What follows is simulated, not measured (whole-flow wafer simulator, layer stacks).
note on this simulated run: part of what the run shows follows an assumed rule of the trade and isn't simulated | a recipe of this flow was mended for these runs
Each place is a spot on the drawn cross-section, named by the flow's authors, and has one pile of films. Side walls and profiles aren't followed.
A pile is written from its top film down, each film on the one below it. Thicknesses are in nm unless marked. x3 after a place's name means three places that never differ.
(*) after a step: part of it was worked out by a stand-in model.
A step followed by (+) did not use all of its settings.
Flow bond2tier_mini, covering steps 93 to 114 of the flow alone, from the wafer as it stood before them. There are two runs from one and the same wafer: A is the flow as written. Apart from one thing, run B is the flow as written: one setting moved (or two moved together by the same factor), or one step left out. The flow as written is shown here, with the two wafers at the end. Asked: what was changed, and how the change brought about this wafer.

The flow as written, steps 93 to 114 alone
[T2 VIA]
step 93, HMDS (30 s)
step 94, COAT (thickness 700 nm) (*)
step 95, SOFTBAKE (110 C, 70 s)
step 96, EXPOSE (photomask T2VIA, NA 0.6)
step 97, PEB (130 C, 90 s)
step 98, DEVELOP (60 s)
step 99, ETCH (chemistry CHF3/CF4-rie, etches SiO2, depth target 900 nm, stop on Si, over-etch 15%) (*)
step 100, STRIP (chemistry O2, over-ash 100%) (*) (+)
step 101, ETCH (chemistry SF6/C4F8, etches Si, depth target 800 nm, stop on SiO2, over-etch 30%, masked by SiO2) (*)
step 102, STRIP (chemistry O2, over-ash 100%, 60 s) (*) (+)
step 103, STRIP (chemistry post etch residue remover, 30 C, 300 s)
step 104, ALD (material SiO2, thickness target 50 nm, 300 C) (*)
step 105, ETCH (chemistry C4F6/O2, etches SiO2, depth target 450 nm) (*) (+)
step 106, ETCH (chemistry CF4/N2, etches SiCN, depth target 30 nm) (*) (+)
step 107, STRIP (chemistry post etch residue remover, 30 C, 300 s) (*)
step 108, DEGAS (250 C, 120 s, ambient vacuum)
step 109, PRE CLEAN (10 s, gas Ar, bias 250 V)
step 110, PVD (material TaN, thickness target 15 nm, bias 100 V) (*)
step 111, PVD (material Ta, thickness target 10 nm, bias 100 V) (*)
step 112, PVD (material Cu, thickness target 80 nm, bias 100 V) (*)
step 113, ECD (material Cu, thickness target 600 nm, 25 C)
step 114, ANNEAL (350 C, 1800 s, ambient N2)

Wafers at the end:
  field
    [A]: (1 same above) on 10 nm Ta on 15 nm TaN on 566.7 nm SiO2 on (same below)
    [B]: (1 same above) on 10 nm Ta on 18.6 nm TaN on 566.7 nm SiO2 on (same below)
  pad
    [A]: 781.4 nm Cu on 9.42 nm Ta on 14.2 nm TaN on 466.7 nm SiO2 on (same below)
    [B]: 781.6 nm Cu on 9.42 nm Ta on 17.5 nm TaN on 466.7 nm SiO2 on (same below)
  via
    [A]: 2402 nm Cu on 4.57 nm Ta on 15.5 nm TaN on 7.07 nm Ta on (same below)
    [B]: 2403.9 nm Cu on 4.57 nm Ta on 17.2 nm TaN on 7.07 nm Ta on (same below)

Cause: step 110, PVD: thickness target 18.6 nm was run, though the flow has thickness target 15 nm.
The wafer itself shows it: field has TaN 18.6, and step 110 as written asks for 15 nm.

Step by step, how the change led to this:
  step 110, PVD (material TaN, thickness target 15 nm, bias 100 V) (*)
      field: A +15 TaN (new film) | B +18.6 TaN (new film)
      pad: A +14.2 TaN (new film) | B +17.5 TaN (new film)
      (also at 1 further place)
